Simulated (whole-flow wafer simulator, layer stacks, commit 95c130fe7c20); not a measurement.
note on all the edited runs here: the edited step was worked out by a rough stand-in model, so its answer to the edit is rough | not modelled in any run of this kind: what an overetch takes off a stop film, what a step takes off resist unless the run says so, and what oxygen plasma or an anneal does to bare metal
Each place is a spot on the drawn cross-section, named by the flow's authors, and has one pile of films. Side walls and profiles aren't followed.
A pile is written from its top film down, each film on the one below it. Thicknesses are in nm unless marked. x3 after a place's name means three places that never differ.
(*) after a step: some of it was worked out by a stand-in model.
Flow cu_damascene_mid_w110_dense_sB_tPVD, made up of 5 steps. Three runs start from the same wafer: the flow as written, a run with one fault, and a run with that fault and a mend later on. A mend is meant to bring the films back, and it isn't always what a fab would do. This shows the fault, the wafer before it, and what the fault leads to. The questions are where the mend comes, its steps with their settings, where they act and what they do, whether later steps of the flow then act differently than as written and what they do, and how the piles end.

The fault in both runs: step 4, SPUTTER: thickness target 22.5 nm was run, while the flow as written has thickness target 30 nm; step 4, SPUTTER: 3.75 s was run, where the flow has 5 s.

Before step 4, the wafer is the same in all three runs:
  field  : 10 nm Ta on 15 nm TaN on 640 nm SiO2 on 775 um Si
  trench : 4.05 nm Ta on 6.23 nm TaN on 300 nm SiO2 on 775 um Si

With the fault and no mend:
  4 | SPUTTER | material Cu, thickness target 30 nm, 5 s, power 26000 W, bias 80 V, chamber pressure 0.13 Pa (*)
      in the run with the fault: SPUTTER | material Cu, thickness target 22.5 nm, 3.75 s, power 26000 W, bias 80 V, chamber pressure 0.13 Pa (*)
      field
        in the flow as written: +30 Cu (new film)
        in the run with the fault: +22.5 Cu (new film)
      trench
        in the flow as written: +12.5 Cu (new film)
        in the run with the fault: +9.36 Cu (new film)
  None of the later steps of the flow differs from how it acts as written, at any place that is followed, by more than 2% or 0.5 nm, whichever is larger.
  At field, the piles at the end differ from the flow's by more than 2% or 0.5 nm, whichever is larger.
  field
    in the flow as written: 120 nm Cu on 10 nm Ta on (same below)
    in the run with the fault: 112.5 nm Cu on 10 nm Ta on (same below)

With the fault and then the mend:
  The mend stands after step 4.
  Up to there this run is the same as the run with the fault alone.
  4a | SPUTTER | material Cu, thickness target 7.5 nm, 1.25 s, power 26000 W, bias 80 V, chamber pressure 0.13 Pa (*) (the flow's step 4 again, with other settings)
      field
        +7.5 Cu
      trench
        +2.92 Cu
  None of the later steps of the flow differs from how it acts as written, at any place that is followed, by more than 2% or 0.5 nm, whichever is larger.
  The piles end the same as the flow's at every place that both follow.
